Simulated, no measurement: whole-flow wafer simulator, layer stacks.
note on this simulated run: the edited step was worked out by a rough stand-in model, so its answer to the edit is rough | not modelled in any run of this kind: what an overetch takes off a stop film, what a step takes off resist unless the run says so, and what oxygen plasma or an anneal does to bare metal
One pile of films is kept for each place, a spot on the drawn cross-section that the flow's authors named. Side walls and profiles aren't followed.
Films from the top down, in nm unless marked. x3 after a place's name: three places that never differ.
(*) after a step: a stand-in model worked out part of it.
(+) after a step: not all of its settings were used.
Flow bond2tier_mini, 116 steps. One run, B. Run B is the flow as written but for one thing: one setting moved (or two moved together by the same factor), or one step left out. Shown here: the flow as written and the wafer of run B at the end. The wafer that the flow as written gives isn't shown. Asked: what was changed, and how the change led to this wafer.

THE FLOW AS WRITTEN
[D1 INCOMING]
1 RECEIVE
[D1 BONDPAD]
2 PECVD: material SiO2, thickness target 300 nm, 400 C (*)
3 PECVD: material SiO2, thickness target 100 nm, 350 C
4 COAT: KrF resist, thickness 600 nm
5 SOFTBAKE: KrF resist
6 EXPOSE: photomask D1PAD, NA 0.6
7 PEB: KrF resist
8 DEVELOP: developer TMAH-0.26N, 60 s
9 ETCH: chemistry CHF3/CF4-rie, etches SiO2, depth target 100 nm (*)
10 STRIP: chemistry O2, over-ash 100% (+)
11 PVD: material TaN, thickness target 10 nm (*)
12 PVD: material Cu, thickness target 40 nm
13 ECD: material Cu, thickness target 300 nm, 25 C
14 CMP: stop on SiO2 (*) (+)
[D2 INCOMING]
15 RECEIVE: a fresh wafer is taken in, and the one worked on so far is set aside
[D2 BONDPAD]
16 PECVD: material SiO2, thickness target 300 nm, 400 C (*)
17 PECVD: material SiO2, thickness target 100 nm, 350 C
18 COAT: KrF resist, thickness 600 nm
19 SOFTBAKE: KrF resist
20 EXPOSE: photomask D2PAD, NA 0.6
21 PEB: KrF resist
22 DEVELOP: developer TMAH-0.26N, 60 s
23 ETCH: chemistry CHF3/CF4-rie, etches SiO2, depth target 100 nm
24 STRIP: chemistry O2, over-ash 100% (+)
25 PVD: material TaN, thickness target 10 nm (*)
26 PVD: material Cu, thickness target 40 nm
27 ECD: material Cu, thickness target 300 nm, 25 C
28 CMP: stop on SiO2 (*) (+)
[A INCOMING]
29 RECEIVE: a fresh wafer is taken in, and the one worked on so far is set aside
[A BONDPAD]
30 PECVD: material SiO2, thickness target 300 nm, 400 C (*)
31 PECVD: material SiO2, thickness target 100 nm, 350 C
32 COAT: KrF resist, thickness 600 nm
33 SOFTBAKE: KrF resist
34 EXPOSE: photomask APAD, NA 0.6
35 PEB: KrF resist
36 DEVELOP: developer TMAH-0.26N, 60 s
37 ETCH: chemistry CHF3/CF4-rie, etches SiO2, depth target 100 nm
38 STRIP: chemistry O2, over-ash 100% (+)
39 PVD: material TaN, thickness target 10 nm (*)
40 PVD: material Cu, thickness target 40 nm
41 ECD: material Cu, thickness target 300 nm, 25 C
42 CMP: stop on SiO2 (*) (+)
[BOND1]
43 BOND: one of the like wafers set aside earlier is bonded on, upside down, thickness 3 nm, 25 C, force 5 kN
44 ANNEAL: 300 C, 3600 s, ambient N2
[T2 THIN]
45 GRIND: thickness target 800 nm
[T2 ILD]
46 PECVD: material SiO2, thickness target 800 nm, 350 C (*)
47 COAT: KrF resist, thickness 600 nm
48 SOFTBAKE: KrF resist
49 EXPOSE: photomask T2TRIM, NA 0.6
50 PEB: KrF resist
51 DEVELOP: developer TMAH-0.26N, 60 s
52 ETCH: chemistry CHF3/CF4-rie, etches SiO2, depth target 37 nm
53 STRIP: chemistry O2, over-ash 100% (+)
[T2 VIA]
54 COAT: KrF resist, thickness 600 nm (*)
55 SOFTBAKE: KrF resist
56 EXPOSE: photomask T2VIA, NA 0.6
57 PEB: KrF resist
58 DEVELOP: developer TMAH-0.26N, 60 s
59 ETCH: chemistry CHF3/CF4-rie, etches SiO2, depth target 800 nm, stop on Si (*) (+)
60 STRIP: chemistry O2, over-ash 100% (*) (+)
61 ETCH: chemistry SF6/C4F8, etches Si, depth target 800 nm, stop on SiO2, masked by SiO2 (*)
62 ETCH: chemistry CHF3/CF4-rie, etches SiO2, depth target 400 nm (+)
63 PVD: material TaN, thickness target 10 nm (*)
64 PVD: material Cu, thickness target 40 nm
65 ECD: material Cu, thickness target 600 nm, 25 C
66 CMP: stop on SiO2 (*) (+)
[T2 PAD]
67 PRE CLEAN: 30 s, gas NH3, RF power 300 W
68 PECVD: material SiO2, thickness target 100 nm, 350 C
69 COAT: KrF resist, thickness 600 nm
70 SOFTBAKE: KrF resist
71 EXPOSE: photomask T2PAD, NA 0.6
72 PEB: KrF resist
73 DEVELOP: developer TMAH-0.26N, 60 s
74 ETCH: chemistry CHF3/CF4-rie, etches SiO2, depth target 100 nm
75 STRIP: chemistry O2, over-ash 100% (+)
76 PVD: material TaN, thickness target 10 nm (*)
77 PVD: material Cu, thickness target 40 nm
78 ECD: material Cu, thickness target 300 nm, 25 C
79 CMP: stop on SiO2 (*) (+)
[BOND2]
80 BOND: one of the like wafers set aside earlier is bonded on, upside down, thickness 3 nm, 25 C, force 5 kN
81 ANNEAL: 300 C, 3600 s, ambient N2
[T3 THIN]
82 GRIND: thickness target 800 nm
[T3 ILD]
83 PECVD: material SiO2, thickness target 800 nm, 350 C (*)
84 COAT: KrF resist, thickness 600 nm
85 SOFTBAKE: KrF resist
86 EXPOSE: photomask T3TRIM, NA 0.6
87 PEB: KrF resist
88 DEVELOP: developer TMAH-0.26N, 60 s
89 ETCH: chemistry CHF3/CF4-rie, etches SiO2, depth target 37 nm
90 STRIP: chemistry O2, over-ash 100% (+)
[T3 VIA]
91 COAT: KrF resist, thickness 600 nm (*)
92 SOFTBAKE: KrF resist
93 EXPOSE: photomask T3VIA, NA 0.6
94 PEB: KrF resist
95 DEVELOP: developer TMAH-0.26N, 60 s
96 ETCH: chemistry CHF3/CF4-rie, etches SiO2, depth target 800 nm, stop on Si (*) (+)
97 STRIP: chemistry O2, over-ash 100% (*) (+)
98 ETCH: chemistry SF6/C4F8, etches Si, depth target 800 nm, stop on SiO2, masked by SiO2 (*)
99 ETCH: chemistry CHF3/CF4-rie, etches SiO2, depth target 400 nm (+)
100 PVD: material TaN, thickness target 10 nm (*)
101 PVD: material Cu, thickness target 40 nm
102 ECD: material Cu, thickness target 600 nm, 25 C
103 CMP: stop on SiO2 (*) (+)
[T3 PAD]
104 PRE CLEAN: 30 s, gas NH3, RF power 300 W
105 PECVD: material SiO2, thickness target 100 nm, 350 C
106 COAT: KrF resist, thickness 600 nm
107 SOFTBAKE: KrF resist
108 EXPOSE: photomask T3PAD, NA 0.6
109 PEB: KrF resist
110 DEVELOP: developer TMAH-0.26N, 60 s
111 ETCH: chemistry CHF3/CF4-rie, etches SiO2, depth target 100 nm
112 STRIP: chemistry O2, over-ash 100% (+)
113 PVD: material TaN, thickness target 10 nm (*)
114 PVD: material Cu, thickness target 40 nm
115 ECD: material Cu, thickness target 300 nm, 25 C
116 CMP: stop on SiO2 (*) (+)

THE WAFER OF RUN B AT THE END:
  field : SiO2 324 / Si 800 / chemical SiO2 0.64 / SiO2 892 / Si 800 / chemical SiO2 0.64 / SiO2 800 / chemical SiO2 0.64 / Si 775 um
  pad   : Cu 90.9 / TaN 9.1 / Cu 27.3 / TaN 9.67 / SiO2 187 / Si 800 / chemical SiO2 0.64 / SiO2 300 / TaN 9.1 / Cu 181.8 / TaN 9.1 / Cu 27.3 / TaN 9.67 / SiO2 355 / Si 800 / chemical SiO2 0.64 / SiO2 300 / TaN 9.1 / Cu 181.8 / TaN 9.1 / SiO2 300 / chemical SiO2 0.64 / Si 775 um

The cause: step 83, PECVD: thickness target 632 nm was run, where the flow has thickness target 800 nm.

How the change led to this, step by step:
  83 PECVD: material SiO2, thickness target 800 nm, 350 C (*)
      field, pad: SiO2 +632 (new film) (as written it would be: SiO2 +800 (new film))
